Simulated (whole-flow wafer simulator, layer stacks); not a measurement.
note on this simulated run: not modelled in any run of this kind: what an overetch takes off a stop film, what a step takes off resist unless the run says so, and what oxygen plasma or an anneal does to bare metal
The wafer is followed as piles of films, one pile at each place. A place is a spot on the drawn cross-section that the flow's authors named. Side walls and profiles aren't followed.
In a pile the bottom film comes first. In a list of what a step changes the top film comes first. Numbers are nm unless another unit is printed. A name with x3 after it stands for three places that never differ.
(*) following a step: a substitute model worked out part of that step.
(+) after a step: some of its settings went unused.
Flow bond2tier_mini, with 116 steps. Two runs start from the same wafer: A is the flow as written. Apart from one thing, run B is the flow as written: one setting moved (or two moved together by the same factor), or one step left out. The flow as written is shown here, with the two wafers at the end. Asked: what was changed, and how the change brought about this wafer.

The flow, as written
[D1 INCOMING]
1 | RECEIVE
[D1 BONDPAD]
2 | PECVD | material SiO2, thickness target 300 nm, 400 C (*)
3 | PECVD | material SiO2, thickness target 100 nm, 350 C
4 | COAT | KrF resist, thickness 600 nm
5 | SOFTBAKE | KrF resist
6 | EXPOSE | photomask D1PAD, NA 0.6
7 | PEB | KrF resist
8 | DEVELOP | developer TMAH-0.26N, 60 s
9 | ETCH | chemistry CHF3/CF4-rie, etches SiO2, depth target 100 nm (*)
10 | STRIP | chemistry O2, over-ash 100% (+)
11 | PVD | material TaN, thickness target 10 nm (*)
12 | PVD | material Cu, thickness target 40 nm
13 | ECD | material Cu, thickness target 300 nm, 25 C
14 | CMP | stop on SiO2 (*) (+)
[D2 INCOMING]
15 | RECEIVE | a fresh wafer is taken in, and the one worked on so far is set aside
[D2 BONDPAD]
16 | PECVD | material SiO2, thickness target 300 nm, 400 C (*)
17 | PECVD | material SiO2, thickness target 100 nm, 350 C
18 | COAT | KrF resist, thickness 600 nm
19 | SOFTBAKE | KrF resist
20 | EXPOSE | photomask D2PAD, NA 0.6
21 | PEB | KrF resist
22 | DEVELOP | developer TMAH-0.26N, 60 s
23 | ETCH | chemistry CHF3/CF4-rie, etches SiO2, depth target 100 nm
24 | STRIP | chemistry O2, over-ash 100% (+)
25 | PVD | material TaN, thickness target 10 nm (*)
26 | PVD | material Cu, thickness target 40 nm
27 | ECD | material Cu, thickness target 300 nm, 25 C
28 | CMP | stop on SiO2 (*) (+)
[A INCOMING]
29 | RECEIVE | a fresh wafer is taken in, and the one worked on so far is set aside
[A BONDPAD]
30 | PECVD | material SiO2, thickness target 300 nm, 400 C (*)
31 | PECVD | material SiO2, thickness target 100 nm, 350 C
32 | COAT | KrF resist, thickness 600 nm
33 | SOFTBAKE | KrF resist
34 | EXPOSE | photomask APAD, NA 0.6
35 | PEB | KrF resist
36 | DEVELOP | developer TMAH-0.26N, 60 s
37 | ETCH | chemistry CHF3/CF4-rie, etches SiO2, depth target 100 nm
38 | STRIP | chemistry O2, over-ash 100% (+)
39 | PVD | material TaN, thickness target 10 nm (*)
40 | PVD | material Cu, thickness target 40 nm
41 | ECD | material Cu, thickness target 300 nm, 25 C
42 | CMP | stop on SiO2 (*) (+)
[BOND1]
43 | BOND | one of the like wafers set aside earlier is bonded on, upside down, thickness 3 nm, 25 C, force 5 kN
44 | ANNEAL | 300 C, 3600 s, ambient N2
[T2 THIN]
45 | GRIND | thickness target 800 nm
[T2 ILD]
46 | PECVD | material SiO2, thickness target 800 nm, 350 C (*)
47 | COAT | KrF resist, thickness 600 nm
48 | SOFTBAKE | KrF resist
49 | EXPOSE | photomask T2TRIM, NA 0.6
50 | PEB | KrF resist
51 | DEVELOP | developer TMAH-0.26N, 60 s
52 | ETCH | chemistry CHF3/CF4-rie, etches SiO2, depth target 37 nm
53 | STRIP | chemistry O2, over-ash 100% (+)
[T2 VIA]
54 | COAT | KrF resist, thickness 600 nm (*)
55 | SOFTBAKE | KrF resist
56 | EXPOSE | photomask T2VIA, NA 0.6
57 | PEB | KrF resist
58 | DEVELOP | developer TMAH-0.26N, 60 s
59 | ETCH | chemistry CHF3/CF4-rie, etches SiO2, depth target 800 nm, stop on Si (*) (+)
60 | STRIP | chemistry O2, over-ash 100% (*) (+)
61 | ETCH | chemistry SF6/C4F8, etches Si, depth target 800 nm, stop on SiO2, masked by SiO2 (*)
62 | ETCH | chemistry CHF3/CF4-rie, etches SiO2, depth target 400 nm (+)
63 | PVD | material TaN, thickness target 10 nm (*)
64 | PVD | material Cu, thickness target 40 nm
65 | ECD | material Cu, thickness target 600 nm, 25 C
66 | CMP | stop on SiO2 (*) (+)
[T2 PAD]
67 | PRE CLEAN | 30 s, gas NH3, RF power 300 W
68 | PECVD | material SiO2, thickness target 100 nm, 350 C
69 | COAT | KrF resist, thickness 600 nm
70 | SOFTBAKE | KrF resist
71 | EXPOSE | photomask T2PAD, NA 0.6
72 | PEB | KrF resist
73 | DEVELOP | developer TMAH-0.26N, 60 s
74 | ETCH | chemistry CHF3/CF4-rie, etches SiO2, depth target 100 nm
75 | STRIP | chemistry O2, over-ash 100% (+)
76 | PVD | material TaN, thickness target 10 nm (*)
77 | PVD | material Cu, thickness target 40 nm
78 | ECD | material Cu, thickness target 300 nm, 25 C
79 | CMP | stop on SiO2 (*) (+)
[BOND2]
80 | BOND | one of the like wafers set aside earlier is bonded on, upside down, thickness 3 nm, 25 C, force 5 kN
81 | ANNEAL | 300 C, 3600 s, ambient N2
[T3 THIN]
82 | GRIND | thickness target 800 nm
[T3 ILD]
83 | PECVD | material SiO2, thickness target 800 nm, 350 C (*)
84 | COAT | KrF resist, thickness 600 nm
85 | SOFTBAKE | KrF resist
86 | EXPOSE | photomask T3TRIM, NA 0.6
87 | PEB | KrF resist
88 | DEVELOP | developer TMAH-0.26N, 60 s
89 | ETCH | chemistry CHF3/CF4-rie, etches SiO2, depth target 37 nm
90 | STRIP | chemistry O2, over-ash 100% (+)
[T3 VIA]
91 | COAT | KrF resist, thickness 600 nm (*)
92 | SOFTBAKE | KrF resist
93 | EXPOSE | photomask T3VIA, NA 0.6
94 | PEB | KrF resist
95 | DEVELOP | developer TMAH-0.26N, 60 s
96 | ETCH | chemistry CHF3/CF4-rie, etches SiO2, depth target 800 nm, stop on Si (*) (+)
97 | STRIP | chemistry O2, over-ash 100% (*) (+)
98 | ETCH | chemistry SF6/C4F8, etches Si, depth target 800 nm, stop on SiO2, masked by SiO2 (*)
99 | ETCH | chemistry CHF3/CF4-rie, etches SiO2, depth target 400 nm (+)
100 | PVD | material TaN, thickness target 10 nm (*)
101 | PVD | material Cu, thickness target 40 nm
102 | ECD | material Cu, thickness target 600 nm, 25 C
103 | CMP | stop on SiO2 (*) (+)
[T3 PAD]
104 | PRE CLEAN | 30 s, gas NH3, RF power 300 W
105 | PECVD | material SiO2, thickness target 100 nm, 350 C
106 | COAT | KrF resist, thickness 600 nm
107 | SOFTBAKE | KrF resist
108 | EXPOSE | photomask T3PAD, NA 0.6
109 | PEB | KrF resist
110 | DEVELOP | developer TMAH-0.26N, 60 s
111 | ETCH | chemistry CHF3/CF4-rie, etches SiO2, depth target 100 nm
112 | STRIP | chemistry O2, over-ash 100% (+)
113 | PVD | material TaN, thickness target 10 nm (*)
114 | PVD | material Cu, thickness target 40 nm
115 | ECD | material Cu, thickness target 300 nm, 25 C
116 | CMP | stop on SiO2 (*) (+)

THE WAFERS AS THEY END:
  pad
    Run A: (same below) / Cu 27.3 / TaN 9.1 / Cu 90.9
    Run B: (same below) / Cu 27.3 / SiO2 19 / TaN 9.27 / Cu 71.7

The reason: step 111, ETCH: depth target 81 nm was run, while the flow as written has depth target 100 nm.

The path from the change to this, step by step:
  111 | ETCH | chemistry CHF3/CF4-rie, etches SiO2, depth target 100 nm
      pad: A SiO2 loses 100 (all of it) | B SiO2 loses 81
      field: A KrF resist loses 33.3 | B KrF resist loses 27
  115 | ECD | material Cu, thickness target 300 nm, 25 C
      pad: A Cu gains 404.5 | B Cu gains 384.7
If metal films that touch count as one body, pad has 4 bodies (between them, from the top down: SiO2 19; SiO2 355 / Si 800 / chemical SiO2 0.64 / SiO2 300; SiO2 355 / Si 800 / chemical SiO2 0.64 / SiO2 300); the flow as written gives 3 bodies (between them, from the top down: SiO2 355 / Si 800 / chemical SiO2 0.64 / SiO2 300; SiO2 355 / Si 800 / chemical SiO2 0.64 / SiO2 300).
